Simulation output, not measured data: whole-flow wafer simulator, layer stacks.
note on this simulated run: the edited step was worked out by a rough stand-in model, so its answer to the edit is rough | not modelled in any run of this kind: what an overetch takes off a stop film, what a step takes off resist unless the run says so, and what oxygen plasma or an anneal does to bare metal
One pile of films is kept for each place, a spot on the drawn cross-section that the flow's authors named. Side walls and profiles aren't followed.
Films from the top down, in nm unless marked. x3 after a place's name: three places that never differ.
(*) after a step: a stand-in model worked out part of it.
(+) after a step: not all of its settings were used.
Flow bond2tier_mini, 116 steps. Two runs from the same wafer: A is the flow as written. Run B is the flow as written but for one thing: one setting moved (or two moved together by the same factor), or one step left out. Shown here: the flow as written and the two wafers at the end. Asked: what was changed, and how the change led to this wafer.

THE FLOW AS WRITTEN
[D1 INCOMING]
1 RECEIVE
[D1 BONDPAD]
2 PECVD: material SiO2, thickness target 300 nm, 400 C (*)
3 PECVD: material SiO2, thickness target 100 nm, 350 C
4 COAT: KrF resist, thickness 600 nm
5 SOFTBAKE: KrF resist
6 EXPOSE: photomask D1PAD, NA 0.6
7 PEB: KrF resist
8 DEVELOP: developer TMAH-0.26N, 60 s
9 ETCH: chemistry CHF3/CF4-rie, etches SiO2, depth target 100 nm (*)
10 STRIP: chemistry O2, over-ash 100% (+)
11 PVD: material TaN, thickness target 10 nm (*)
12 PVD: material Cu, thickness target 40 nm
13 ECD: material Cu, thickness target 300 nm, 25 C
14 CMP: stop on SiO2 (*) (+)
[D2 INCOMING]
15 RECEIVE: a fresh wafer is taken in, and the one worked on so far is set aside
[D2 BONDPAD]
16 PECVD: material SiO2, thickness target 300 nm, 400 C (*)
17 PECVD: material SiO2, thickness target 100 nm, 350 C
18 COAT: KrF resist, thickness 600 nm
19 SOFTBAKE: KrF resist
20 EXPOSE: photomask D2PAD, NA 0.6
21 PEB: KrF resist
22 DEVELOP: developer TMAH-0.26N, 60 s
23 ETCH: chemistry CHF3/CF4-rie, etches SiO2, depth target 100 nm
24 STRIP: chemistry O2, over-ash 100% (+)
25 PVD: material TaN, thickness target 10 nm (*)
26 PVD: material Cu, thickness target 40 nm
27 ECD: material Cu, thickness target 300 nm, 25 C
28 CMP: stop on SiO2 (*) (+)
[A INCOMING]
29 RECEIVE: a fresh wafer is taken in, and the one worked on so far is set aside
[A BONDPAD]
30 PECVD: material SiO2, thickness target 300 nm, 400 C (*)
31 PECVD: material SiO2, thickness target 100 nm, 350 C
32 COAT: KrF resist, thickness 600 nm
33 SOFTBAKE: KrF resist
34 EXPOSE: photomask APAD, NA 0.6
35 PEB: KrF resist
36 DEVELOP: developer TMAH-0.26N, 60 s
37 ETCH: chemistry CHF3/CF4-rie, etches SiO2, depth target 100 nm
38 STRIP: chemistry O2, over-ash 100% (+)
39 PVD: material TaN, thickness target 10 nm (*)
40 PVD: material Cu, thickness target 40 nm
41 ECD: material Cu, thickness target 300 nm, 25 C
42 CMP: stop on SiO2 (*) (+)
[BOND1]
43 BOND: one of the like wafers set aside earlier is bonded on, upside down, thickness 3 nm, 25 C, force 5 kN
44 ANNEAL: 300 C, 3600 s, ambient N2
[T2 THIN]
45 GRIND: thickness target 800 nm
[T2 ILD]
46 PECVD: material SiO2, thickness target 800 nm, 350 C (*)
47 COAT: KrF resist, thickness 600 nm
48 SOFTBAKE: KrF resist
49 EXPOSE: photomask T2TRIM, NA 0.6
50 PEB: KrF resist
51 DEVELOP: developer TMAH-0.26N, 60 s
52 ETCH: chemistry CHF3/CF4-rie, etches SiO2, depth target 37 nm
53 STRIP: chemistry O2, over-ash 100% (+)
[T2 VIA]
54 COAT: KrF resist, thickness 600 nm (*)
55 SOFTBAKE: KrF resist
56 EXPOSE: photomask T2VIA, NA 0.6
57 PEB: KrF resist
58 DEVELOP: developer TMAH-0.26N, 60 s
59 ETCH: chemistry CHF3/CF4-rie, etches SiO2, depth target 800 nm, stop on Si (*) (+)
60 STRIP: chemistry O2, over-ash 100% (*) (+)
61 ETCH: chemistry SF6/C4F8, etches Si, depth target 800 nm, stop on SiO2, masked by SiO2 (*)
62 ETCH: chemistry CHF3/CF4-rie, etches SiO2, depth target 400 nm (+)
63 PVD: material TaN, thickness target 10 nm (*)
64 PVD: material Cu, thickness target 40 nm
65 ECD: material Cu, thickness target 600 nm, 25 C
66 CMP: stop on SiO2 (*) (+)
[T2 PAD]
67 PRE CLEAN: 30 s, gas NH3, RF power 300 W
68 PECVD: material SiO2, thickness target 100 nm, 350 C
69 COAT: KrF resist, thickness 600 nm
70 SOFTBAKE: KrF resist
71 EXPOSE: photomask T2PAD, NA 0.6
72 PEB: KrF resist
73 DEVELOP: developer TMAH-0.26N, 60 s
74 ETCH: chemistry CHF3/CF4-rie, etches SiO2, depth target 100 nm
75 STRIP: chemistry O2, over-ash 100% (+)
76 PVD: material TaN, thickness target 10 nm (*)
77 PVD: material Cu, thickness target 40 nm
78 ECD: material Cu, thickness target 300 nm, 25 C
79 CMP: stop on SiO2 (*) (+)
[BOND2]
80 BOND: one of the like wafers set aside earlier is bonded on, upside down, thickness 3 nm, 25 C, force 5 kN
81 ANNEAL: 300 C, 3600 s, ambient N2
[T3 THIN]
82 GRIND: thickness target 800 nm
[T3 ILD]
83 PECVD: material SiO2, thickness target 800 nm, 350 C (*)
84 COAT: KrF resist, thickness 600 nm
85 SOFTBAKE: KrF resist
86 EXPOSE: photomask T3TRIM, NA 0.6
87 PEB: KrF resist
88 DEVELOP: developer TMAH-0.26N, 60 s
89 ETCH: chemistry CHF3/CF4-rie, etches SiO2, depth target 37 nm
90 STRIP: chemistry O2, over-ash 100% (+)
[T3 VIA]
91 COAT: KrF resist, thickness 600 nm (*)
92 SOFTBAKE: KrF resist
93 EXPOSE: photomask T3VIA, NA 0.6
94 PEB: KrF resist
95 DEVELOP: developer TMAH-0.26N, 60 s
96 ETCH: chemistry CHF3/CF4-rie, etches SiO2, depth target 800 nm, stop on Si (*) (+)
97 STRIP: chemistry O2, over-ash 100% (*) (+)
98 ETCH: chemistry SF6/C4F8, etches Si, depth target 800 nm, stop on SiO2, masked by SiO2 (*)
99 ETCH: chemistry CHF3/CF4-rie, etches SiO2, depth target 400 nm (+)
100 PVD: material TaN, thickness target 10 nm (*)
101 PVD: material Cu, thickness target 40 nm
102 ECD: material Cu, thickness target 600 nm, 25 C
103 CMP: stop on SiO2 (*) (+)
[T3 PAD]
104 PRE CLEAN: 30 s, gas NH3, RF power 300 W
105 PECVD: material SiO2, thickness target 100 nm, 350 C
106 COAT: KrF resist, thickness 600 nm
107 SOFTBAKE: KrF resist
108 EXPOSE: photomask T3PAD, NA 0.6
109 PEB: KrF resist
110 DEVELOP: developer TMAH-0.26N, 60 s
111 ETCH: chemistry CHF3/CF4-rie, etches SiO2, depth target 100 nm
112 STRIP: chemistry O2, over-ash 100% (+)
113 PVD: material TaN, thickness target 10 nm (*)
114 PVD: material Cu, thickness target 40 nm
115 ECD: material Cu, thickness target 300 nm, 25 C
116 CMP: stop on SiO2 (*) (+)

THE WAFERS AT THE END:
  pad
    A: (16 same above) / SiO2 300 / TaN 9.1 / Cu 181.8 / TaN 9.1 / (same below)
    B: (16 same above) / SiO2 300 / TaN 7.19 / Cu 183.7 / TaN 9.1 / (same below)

The cause: step 11, PVD: thickness target 7.9 nm was run, where the flow has thickness target 10 nm.

How the change led to this, step by step:
  11 PVD: material TaN, thickness target 10 nm (*)
      field: A TaN +10 (new film) | B TaN +7.9 (new film)
      pad: A TaN +9.1 (new film) | B TaN +7.19 (new film)
      (and at 1 more place)
  14 CMP: stop on SiO2 (*) (+)
      field: A Cu -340 (all of it), TaN -10 (all of it) | B Cu -340 (all of it), TaN -7.9 (all of it)
  43 BOND: one of the like wafers set aside earlier is bonded on, upside down, thickness 3 nm, 25 C, force 5 kN
      pad: A Si +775 um (new film), chemical SiO2 +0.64 (new film), SiO2 +300 (new film), TaN +9.1 (new film), Cu +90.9 | B Si +775 um (new film), chemical SiO2 +0.64 (new film), SiO2 +300 (new film), TaN +7.19 (new film), Cu +92.8
      via: A Si +775 um (new film), chemical SiO2 +0.64 (new film), SiO2 +300 (new film), TaN +9.97 (new film), Cu +90 | B Si +775 um (new film), chemical SiO2 +0.64 (new film), SiO2 +300 (new film), TaN +7.88 (new film), Cu +92.1
